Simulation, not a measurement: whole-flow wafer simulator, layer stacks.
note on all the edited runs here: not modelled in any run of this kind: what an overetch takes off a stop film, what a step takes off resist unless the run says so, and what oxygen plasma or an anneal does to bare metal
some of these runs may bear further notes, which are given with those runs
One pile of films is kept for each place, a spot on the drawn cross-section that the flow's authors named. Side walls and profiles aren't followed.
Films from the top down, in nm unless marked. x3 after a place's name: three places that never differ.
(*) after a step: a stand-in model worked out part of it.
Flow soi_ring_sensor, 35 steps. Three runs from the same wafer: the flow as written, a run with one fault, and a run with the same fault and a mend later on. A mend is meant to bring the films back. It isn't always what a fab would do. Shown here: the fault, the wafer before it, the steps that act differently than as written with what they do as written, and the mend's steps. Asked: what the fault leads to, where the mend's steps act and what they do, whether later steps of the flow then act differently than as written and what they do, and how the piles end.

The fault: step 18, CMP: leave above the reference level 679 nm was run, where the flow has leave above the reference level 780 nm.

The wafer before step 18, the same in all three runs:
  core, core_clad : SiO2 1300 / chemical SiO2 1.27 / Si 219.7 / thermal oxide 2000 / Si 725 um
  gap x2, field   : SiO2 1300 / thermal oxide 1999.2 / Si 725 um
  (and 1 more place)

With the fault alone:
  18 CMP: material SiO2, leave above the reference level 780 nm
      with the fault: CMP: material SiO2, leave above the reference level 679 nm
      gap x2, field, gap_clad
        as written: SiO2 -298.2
        with the fault: SiO2 -399.2
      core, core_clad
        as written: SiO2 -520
        with the fault: SiO2 -621
  Later steps of the flow that act differently than as written:
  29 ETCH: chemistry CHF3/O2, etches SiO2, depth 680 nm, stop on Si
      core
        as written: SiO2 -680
        with the fault: SiO2 -679 (all of it), chemical SiO2 -1.27 (all of it)
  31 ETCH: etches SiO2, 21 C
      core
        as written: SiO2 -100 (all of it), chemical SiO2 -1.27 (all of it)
        with the fault: nothing
  At the end the piles differ from the flow's by more than 2% or 0.5 nm, whichever is larger, at field, core_clad.
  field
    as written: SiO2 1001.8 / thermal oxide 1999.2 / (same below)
    with the fault: SiO2 900.8 / thermal oxide 1999.2 / (same below)
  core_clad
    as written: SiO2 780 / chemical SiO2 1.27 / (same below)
    with the fault: SiO2 679 / chemical SiO2 1.27 / (same below)

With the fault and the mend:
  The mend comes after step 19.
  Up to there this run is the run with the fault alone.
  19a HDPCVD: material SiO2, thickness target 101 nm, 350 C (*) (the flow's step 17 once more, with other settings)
      core, gap x2, field, core_clad, gap_clad
        SiO2 +101
  No later step of the flow acts differently than as written at any place that is followed.
  At the end the piles are the same as the flow's at every place that both follow.
